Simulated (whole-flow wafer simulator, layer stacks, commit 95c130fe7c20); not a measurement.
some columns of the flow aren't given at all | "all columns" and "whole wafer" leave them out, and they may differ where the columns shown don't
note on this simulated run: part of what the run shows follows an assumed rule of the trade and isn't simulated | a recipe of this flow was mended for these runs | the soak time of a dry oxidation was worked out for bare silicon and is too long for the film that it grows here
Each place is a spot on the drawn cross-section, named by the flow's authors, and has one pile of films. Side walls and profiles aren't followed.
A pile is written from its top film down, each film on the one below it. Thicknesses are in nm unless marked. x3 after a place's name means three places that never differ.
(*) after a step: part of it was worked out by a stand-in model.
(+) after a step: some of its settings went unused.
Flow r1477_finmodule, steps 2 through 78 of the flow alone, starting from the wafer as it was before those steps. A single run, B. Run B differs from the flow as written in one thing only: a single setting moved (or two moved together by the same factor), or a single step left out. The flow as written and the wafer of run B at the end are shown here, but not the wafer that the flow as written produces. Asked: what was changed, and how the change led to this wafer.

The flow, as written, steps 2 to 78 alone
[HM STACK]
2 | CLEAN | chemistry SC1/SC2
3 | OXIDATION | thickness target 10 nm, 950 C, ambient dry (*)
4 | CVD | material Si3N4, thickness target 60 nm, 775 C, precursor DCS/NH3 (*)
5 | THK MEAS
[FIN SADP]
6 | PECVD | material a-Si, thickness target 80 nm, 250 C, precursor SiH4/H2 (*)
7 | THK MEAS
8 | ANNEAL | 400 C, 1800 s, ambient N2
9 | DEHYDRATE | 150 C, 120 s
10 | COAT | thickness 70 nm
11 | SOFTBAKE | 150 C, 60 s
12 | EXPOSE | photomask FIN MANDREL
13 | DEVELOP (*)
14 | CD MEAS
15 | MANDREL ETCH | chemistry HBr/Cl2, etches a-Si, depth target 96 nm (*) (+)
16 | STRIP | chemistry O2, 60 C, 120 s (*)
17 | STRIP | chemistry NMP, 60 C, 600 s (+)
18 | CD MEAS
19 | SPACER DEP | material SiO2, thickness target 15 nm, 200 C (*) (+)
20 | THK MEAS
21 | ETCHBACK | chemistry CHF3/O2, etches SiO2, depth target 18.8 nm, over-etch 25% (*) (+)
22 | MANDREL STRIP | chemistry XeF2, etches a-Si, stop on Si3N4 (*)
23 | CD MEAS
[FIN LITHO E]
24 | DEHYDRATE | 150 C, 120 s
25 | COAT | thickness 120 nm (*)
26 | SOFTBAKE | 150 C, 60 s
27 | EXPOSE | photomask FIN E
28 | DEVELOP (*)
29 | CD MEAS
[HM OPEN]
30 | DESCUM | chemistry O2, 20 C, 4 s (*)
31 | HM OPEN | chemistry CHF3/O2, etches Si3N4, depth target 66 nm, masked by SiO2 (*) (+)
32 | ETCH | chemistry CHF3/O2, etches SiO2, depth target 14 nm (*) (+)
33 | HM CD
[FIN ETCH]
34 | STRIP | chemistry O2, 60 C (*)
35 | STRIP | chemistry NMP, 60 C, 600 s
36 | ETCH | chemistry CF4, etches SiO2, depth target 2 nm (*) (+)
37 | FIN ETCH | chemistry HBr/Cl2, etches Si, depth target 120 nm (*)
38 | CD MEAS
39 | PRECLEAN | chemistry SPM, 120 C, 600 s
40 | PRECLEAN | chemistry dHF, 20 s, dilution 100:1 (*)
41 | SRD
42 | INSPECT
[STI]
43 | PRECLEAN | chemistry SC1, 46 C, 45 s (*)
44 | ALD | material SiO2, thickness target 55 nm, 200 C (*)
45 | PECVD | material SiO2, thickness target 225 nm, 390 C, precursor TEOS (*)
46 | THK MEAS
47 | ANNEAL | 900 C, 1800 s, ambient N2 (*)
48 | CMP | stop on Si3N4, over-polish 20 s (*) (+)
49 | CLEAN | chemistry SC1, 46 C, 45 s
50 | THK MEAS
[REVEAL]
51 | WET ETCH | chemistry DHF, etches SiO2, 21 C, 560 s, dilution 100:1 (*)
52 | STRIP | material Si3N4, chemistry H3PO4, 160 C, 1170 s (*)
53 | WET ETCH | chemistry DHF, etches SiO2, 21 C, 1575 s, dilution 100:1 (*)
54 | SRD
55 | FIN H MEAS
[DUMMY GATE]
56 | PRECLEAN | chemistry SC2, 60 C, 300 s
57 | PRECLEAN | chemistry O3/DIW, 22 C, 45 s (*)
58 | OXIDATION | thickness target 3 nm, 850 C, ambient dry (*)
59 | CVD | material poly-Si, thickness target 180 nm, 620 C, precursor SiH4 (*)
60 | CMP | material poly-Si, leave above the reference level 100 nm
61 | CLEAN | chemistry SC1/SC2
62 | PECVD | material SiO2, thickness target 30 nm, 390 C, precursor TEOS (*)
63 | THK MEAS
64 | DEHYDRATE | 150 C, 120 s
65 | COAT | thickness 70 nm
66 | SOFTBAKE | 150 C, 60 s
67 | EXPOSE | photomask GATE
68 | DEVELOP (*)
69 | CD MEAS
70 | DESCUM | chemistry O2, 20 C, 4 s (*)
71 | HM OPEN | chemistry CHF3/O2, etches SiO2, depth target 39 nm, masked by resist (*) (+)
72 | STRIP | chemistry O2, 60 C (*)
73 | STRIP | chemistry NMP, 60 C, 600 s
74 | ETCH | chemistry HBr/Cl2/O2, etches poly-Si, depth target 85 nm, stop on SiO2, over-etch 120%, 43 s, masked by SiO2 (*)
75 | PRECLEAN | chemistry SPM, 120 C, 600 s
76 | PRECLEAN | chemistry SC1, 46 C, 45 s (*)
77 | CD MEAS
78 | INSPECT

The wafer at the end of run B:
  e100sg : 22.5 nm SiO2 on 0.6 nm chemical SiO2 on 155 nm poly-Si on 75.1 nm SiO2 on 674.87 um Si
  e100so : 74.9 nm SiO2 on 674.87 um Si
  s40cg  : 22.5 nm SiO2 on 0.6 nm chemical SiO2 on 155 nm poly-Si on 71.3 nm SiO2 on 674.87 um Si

Cause: step 4, CVD: thickness target 51 nm was run, though the flow has thickness target 60 nm.

The path from the change to this, step by step:
  4 | CVD | material Si3N4, thickness target 60 nm, 775 C, precursor DCS/NH3 (*)
      pad, padg, elg and 33 more: +51 Si3N4 (new film) (as written it would have been: +60 Si3N4 (new film))
  31 | HM OPEN | chemistry CHF3/O2, etches Si3N4, depth target 66 nm, masked by SiO2 (*) (+)
      pad, padg, esg and 13 more: -45.1 Si3N4 (all of it), -10 SiO2 (all of it), -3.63 Si (as written it would have been: -54.1 Si3N4 (all of it), -5.95 SiO2)
      s40cg, s45cg, s50cg, s40co, s45co, s50co: -51 Si3N4 (all of it), -7.5 SiO2 (as written it would have been: -60 Si3N4 (all of it), -3 SiO2)
  32 | ETCH | chemistry CHF3/O2, etches SiO2, depth target 14 nm (*) (+)
      pad, padg: -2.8 Si (as written it would have been: -4.05 SiO2 (all of it), -1.99 Si)
      esg, eso: -2.31 Si (as written it would have been: -4.05 SiO2 (all of it), -1.99 Si)
      (as well as at 18 more places)
  44 | ALD | material SiO2, thickness target 55 nm, 200 C (*)
      s40cg, s45cg, s50cg, s40co, s45co, s50co: +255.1 SiO2 (new film) (as written it would have been: +263.2 SiO2 (new film))
      esg, eso: +218.2 SiO2 (new film) (as written it would have been: +223.2 SiO2 (new film))
      (as well as at 6 more places)
  48 | CMP | stop on Si3N4, over-polish 20 s (*) (+)
      pad, padg: -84 SiO2 (as written it would have been: -79.4 SiO2)
  52 | STRIP | material Si3N4, chemistry H3PO4, 160 C, 1170 s (*)
      elg, e40lg, e100lg, e200lg, elo, e40lo, e100lo, e200lo: -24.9 Si3N4 (all of it), -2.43 SiO2 (as written it would have been: -33.9 Si3N4 (all of it), -2.15 SiO2)
      s40sg_line, s45sg_line, s50sg_line, s40so_line, s45so_line, s50so_line: -46.1 Si3N4 (all of it), -1.77 SiO2 (as written it would have been: -55.1 Si3N4 (all of it), -1.49 SiO2)
  59 | CVD | material poly-Si, thickness target 180 nm, 620 C, precursor SiH4 (*)
      esg, e40sg, e100sg and 15 more: +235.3 poly-Si (new film) (as written it would have been: +226.3 poly-Si (new film))
      e200sg, e200so: +235.3 poly-Si (new film) (as written it would have been: +219.2 poly-Si (new film))
  60 | CMP | material poly-Si, leave above the reference level 100 nm
      pad, padg: -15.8 poly-Si (as written it would have been: -24.8 poly-Si)
      e200sg, e200so: -80 poly-Si (as written it would have been: -72.9 poly-Si)
  74 | ETCH | chemistry HBr/Cl2/O2, etches poly-Si, depth target 85 nm, stop on SiO2, over-etch 120%, 43 s, masked by SiO2 (*)
      eso, e40so, e100so and 7 more: -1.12 chemical SiO2 (all of it), -152.9 poly-Si (all of it), -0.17 SiO2 (as written it would have been: -1.12 chemical SiO2 (all of it), -143.9 poly-Si (all of it), -0.22 SiO2)
      pad: -1.12 chemical SiO2 (all of it), -161.8 poly-Si (all of it), -0.13 SiO2 (as written it would have been: -1.12 chemical SiO2 (all of it), -152.8 poly-Si (all of it), -0.17 SiO2)
